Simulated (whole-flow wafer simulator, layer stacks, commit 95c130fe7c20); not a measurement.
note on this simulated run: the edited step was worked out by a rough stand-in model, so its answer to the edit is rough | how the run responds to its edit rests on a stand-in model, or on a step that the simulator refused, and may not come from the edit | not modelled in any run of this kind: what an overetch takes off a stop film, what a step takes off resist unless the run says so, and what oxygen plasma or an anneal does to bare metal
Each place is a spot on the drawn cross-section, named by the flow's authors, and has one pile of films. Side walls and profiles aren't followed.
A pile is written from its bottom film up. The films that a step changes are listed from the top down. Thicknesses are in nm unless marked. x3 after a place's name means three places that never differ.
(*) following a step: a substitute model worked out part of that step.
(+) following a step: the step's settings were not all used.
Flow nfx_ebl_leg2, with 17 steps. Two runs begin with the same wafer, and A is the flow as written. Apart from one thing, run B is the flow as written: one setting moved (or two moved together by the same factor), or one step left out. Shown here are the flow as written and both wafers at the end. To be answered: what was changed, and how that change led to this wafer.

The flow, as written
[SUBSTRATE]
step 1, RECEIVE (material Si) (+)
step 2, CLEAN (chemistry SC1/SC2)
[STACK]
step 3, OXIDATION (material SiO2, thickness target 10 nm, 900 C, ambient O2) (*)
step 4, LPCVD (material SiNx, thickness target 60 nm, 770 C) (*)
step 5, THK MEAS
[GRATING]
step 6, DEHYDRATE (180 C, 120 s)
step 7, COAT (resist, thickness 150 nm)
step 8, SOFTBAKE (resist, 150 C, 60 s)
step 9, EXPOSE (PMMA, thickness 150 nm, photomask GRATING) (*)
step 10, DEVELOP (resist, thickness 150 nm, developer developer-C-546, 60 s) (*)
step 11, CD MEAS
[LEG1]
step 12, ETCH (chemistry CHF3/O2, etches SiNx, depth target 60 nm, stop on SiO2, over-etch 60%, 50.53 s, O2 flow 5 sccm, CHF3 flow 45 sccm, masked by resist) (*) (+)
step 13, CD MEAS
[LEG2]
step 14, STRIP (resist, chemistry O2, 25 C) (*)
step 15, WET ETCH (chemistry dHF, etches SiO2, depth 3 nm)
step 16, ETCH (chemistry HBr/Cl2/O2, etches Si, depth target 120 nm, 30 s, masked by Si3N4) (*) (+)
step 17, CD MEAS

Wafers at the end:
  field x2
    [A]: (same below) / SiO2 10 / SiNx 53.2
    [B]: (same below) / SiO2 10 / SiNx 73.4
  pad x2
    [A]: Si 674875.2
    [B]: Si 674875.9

The reason: step 4, LPCVD: thickness target 80.2 nm was run, though the flow has thickness target 60 nm.

Step by step, how the change led to this:
  step 4, LPCVD (material SiNx, thickness target 60 nm, 770 C) (*)
      field x2, pad x2: A +60 SiNx (new film) | B +80.2 SiNx (new film)
  step 12, ETCH (chemistry CHF3/O2, etches SiNx, depth target 60 nm, stop on SiO2, over-etch 60%, 50.53 s, O2 flow 5 sccm, CHF3 flow 45 sccm, masked by resist) (*) (+)
      pad x2: A -60 SiNx (all of it), -10 SiO2 (all of it) | B -80.2 SiNx (all of it), -7.9 SiO2
  step 14, STRIP (resist, chemistry O2, 25 C) (*)
      pad x2: A +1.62 chemical SiO2 (new film), -0.71 Si | B nothing
  step 15, WET ETCH (chemistry dHF, etches SiO2, depth 3 nm)
      pad x2: A -1.62 chemical SiO2 (all of it) | B -2.1 SiO2 (all of it)
